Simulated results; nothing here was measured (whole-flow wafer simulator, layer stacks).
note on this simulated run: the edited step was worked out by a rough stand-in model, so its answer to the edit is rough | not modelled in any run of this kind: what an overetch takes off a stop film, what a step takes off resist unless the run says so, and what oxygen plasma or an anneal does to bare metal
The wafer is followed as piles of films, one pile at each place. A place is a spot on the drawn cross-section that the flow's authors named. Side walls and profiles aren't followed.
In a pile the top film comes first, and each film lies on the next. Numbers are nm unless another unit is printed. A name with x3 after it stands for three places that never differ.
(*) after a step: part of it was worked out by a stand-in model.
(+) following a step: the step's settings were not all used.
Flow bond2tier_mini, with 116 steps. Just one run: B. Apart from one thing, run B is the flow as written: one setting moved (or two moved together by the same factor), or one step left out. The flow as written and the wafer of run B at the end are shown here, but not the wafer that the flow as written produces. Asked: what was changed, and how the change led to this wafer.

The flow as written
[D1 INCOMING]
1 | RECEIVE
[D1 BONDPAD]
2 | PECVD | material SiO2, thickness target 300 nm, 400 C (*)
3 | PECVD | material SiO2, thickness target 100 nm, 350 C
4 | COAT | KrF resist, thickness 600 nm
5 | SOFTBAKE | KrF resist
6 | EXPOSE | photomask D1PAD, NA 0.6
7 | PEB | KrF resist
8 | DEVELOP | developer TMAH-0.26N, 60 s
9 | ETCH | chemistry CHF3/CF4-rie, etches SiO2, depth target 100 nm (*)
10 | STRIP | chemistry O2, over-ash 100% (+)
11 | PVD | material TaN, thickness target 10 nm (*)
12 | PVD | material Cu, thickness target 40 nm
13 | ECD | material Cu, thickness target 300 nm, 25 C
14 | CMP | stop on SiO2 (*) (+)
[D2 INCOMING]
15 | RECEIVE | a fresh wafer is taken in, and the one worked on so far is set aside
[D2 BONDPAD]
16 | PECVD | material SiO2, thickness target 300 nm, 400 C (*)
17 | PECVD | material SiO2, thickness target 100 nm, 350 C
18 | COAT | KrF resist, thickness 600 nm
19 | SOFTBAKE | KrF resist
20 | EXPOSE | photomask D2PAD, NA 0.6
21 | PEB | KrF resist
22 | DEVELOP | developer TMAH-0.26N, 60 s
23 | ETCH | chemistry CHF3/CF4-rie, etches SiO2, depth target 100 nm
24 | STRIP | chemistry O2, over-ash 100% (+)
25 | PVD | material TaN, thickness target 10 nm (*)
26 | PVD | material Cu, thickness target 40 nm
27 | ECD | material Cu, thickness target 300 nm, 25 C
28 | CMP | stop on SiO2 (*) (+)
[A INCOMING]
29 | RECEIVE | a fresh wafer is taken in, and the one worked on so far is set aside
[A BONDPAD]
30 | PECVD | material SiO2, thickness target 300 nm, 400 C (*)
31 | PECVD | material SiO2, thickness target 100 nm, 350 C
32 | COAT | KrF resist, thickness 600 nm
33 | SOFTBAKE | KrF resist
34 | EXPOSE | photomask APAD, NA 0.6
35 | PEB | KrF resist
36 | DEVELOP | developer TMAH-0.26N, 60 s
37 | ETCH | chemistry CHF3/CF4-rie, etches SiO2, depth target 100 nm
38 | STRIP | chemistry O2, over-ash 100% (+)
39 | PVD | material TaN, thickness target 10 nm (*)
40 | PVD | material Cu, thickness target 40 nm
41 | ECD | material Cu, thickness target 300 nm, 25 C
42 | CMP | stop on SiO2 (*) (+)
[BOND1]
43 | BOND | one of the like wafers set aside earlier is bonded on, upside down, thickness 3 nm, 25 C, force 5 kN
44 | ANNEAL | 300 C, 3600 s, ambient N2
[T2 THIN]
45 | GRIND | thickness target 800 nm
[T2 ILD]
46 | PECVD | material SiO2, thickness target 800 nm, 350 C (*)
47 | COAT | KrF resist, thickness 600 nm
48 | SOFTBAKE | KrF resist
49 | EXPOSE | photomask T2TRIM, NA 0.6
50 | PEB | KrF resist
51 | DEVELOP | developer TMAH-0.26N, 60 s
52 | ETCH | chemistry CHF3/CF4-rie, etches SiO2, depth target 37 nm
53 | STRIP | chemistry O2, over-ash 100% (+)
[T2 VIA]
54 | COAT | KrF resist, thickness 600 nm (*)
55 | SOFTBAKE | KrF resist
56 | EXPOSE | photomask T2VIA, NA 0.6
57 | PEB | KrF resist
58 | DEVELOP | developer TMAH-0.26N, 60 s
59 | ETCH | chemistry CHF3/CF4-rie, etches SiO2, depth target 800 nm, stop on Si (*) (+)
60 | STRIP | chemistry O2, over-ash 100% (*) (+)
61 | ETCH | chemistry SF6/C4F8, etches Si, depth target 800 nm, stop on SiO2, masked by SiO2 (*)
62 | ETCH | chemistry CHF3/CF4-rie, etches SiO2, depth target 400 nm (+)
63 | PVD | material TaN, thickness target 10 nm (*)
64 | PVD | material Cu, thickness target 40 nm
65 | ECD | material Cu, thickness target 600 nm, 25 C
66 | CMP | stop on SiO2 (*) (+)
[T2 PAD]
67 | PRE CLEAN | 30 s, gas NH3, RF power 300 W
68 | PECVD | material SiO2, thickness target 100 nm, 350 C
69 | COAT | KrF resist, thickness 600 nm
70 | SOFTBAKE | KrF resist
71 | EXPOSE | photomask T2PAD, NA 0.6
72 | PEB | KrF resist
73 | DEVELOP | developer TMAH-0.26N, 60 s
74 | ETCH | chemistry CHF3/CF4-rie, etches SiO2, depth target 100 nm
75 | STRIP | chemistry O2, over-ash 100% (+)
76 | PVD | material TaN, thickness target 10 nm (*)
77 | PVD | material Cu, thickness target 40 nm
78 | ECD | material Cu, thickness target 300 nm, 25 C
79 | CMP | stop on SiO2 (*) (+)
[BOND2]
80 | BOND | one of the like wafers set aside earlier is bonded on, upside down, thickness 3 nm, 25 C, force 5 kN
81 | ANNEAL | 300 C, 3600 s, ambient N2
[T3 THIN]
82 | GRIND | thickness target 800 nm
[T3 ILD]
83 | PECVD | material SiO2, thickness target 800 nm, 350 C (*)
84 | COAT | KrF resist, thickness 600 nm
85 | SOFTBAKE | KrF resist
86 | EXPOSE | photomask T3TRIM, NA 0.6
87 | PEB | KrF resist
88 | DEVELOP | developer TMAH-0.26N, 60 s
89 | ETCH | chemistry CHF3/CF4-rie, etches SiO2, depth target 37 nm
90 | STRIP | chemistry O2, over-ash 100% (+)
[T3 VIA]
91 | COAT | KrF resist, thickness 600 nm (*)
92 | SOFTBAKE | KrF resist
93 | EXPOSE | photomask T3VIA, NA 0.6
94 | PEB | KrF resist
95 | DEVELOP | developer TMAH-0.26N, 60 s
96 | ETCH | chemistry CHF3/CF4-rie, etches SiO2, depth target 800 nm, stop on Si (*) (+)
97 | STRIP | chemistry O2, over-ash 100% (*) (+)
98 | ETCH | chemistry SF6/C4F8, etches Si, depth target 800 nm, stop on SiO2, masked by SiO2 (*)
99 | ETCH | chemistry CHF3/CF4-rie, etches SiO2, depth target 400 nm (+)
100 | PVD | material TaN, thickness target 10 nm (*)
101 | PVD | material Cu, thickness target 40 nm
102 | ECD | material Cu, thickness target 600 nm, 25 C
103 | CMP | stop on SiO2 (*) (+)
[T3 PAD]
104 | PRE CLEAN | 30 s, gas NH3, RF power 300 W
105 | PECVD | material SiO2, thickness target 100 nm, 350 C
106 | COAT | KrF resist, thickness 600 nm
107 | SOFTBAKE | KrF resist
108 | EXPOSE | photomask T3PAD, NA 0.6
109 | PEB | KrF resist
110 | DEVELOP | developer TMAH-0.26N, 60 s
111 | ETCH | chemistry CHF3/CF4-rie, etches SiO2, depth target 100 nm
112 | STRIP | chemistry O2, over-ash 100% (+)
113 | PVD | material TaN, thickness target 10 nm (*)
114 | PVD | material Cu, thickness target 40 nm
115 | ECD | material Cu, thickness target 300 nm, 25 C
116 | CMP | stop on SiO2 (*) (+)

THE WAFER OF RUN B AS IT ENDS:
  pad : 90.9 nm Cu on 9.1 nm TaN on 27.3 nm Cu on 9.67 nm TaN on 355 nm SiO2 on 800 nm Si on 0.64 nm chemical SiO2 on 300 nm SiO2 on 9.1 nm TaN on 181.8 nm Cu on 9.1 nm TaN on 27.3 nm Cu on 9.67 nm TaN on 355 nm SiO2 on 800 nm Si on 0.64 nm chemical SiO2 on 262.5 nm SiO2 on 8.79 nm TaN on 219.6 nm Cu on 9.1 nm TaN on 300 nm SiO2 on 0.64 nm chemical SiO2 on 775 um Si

What caused this: step 9, ETCH: depth target 137.5 nm was run, while the flow as written has depth target 100 nm.

The path from the change to this, step by step:
  9 | ETCH | chemistry CHF3/CF4-rie, etches SiO2, depth target 100 nm (*)
      pad, via: SiO2 loses 137.5 (it would be, as written: SiO2 loses 100)
      field: KrF resist loses 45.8 (it would be, as written: KrF resist loses 33.3)
  10 | STRIP | chemistry O2, over-ash 100% (+)
      field: KrF resist loses 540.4 (all of it) (it would be, as written: KrF resist loses 552.9 (all of it))
  12 | PVD | material Cu, thickness target 40 nm
      pad: Cu gains 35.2 (new film) (it would be, as written: Cu gains 36.4 (new film))
  13 | ECD | material Cu, thickness target 300 nm, 25 C
      pad: Cu gains 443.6 (it would be, as written: Cu gains 404.5)
      via: Cu gains 437.9 (it would be, as written: Cu gains 400.2)
  43 | BOND | one of the like wafers set aside earlier is bonded on, upside down, thickness 3 nm, 25 C, force 5 kN
      pad: Si gains 775 um (new film), chemical SiO2 gains 0.64 (new film), SiO2 gains 262.5 (new film), TaN gains 8.79 (new film), Cu gains 128.7 (it would be, as written: Si gains 775 um (new film), chemical SiO2 gains 0.64 (new film), SiO2 gains 300 (new film), TaN gains 9.1 (new film), Cu gains 90.9)
      via: Si gains 775 um (new film), chemical SiO2 gains 0.64 (new film), SiO2 gains 262.5 (new film), TaN gains 9.93 (new film), Cu gains 127.6 (it would be, as written: Si gains 775 um (new film), chemical SiO2 gains 0.64 (new film), SiO2 gains 300 (new film), TaN gains 9.97 (new film), Cu gains 90)
